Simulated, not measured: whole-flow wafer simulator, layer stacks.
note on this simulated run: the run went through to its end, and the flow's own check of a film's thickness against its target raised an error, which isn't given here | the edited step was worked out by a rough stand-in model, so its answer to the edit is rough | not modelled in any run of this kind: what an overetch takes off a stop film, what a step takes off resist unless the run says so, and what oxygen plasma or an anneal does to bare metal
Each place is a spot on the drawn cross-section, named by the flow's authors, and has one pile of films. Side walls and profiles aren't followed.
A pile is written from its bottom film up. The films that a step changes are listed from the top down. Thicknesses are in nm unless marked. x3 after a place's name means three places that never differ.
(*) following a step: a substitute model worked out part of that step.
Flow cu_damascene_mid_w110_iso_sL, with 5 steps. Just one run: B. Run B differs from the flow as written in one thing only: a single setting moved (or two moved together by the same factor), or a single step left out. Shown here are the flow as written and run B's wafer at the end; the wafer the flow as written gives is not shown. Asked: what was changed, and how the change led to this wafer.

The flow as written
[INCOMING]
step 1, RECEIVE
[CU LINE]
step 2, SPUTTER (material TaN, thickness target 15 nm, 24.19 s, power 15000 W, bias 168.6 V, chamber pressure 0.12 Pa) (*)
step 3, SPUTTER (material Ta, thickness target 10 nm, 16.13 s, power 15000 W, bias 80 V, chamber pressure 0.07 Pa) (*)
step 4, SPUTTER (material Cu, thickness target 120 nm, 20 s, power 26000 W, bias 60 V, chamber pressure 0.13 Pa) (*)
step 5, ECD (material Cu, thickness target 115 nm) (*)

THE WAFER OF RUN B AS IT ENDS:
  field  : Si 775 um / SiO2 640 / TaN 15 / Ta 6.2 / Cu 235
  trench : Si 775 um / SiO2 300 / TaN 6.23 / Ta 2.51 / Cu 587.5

The reason: step 3, SPUTTER: thickness target 6.2 nm was run, while the flow as written has thickness target 10 nm; step 3, SPUTTER: 10.08 s was run, where the flow has 16.13 s.
One can read it off the wafer: field has Ta 6.2, and step 3 as written asks for 10 nm.

How this came from the change, step by step:
  step 3, SPUTTER (material Ta, thickness target 10 nm, 16.13 s, power 15000 W, bias 80 V, chamber pressure 0.07 Pa) (*)
      field: Ta gains 6.2 (new film) (as written it would have been: Ta gains 10 (new film))
      trench: Ta gains 2.51 (new film) (as written it would have been: Ta gains 4.05 (new film))
